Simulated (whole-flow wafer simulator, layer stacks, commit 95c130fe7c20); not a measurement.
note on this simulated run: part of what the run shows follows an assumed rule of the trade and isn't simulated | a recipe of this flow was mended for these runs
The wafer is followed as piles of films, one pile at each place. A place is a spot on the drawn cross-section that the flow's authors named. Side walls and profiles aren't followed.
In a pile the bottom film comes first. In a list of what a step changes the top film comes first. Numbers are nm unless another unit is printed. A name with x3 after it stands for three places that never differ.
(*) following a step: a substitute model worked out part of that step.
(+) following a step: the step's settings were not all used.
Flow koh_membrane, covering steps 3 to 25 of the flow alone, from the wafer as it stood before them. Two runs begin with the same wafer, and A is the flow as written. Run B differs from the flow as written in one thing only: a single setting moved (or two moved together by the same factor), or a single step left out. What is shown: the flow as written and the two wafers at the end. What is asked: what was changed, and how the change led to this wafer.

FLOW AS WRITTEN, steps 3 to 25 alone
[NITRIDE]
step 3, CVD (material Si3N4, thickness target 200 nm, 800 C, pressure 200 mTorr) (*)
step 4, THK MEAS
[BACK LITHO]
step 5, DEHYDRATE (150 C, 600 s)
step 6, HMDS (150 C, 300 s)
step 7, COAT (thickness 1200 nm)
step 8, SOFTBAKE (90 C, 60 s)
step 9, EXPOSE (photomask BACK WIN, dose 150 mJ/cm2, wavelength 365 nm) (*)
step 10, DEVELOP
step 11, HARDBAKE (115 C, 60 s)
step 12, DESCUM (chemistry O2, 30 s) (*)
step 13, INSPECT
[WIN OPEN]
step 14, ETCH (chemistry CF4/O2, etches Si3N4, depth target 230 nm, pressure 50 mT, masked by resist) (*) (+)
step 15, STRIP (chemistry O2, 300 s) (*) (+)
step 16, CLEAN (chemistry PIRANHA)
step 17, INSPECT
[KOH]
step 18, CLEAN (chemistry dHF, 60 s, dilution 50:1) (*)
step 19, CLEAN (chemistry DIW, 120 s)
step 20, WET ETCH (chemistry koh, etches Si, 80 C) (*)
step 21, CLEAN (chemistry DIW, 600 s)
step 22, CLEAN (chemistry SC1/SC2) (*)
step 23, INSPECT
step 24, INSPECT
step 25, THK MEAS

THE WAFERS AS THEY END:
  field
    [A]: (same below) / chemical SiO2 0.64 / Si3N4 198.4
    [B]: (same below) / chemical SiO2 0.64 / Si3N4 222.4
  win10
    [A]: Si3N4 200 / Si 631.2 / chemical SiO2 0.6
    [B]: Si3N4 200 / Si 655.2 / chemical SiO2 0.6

Cause: step 3, CVD: thickness target 224 nm was run, whereas the flow has thickness target 200 nm.

Step by step, how the change led to this:
  step 3, CVD (material Si3N4, thickness target 200 nm, 800 C, pressure 200 mTorr) (*)
      field, win20 x4, win10: A Si3N4 gains 200 (new film) | B Si3N4 gains 224 (new film)
  step 14, ETCH (chemistry CF4/O2, etches Si3N4, depth target 230 nm, pressure 50 mT, masked by resist) (*) (+)
      win20 x4, win10: A Si3N4 loses 200 (all of it), chemical SiO2 loses 0.64 (all of it), Si loses 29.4 | B Si3N4 loses 224 (all of it), chemical SiO2 loses 0.64 (all of it), Si loses 5.36
